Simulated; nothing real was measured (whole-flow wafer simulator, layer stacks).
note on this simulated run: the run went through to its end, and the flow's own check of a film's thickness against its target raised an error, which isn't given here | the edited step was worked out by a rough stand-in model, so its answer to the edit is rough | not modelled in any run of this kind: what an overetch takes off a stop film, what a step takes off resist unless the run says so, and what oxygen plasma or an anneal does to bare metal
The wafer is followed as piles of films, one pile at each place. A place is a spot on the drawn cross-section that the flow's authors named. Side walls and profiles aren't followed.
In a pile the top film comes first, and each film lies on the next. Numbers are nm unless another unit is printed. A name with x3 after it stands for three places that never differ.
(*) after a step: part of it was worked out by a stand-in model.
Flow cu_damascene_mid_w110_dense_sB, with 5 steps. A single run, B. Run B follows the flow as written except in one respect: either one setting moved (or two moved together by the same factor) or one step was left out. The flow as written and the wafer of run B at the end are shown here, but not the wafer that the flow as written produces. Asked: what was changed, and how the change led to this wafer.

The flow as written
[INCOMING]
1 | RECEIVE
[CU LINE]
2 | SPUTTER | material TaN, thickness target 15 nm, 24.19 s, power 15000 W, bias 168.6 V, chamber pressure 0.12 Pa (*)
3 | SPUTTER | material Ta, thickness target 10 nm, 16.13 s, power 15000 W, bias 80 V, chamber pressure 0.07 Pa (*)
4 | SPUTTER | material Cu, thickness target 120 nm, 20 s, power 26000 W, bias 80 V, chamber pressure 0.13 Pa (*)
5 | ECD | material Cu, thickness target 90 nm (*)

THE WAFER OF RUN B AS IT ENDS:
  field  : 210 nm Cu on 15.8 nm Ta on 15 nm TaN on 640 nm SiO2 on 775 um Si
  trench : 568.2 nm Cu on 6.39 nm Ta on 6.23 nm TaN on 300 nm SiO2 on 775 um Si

Cause: step 3, SPUTTER: thickness target 15.8 nm was run, though the flow has thickness target 10 nm; step 3, SPUTTER: 25.4 s was run, where the flow has 16.13 s.
One can read it off the wafer: field has Ta 15.8, and step 3 as written asks for 10 nm.

Step by step, how the change led to this:
  3 | SPUTTER | material Ta, thickness target 10 nm, 16.13 s, power 15000 W, bias 80 V, chamber pressure 0.07 Pa (*)
      field: Ta gains 15.8 (new film) (it would be, as written: Ta gains 10 (new film))
      trench: Ta gains 6.39 (new film) (it would be, as written: Ta gains 4.05 (new film))
